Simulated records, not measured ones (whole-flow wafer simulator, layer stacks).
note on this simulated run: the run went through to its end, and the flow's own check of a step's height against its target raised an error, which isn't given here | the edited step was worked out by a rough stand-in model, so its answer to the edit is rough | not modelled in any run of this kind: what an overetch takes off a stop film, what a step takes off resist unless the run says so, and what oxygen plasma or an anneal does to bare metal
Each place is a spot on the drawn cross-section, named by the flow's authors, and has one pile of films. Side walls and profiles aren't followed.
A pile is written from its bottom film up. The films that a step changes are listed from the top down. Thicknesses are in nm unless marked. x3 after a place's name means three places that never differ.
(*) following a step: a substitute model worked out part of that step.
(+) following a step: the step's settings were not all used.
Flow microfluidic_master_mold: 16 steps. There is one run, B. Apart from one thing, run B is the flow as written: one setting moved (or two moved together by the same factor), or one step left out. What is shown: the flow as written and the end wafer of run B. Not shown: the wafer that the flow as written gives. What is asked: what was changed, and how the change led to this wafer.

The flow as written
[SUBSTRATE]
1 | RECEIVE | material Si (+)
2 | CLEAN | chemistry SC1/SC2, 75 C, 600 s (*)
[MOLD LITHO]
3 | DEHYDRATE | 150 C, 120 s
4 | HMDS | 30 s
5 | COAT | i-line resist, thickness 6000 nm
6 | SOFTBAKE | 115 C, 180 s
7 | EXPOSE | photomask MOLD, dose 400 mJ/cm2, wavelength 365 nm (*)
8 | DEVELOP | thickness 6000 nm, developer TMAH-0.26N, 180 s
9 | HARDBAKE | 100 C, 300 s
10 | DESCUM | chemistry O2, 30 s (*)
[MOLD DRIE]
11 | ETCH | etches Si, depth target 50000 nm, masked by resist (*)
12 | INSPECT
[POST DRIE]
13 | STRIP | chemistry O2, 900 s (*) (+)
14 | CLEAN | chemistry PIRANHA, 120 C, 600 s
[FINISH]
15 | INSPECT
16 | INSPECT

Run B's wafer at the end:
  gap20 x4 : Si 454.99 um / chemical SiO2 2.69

The reason: step 11, ETCH: depth target 70000 nm was run, though the flow has depth target 50000 nm.

Step by step, how the change led to this:
  11 | ETCH | etches Si, depth target 50000 nm, masked by resist (*)
      gap20 x4: -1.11 chemical SiO2 (all of it), -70 um Si (it would be, as written: -1.11 chemical SiO2 (all of it), -50 um Si)
      ridge: -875 i-line resist (it would be, as written: -625 i-line resist)
  13 | STRIP | chemistry O2, 900 s (*) (+)
      ridge: -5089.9 i-line resist (all of it), +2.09 chemical SiO2, -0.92 Si (it would be, as written: -5339.9 i-line resist (all of it), +2.09 chemical SiO2, -0.92 Si)
